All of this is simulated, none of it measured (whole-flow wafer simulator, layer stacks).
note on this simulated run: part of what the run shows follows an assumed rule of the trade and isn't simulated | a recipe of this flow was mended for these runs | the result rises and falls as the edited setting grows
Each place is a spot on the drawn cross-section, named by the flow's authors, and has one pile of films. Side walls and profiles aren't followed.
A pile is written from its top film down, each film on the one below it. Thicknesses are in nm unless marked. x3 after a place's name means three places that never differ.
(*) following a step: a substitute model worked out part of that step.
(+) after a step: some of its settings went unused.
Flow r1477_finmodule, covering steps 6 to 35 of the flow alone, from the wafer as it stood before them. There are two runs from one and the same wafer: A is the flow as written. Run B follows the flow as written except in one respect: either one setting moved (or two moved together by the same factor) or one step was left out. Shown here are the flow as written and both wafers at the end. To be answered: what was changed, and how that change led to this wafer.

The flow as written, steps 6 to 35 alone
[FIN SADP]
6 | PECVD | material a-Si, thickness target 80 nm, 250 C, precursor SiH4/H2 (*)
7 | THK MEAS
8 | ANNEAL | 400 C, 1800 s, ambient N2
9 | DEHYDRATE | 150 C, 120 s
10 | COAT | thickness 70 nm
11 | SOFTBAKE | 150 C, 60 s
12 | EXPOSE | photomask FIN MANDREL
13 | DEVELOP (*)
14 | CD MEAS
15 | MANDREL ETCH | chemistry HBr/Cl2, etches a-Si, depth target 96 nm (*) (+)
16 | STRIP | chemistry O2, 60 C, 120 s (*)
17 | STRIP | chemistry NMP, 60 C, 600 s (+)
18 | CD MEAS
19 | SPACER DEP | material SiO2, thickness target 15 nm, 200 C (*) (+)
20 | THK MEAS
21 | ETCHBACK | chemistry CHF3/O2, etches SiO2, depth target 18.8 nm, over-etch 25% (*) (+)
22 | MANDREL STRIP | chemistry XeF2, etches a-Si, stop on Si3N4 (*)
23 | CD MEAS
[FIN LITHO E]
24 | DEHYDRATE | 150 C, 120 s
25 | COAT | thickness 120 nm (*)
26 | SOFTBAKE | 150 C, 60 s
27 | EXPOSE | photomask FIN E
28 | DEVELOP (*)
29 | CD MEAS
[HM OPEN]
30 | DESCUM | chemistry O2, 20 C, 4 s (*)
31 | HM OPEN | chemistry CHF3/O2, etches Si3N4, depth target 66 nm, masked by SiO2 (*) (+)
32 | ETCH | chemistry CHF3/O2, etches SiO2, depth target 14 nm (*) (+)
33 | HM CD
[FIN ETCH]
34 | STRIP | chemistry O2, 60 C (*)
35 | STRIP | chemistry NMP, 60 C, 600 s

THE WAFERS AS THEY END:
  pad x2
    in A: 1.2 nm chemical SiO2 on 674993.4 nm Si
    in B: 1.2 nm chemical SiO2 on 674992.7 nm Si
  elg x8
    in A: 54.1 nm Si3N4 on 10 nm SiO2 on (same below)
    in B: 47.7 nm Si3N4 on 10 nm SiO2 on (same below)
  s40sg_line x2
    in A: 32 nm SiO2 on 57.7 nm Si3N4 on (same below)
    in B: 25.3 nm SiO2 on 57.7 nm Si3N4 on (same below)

What caused this: step 21, ETCHBACK: depth target 25.6 nm was run, though the flow has depth target 18.8 nm.

The path from the change to this, step by step:
  21 | ETCHBACK | chemistry CHF3/O2, etches SiO2, depth target 18.8 nm, over-etch 25% (*) (+)
      pad x2, elg x8, esg x2 and 12 more: A SiO2 loses 15 (all of it), Si3N4 loses 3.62 | B SiO2 loses 15 (all of it), Si3N4 loses 10
      s40cg x2, s45cg x2, s50cg x2: A SiO2 loses 15 (all of it), chemical SiO2 loses 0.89 (all of it), a-Si loses 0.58 | B SiO2 loses 15 (all of it), chemical SiO2 loses 0.89 (all of it), a-Si loses 1.92
  25 | COAT | thickness 120 nm (*)
      s40cg x2: A e-beam-resist gains 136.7 (new film) | B e-beam-resist gains 132.4 (new film)
      s40sg_line x2: A e-beam-resist gains 60 (new film) | B e-beam-resist gains 62.4 (new film)
      (and at 8 other places as well)
  28 | DEVELOP (*)
      s40cg x2: A e-beam-resist loses 136.7 (all of it) | B e-beam-resist loses 132.4 (all of it)
      s40sg_line x2: A e-beam-resist loses 60 (all of it) | B e-beam-resist loses 62.4 (all of it)
      (and at 8 other places as well)
  31 | HM OPEN | chemistry CHF3/O2, etches Si3N4, depth target 66 nm, masked by SiO2 (*) (+)
      pad x2, esg x2, e40sg x2, e100sg x2, e200sg x2, s40sg x2, s45sg x2, s50sg x2: A Si3N4 loses 54.1 (all of it), SiO2 loses 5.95 | B Si3N4 loses 47.7 (all of it), SiO2 loses 9.16
  32 | ETCH | chemistry CHF3/O2, etches SiO2, depth target 14 nm (*) (+)
      pad x2, esg x2, e40sg x2, e100sg x2, e200sg x2, s40sg x2, s45sg x2, s50sg x2: A SiO2 loses 4.05 (all of it), Si loses 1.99 | B SiO2 loses 0.84 (all of it), Si loses 2.63
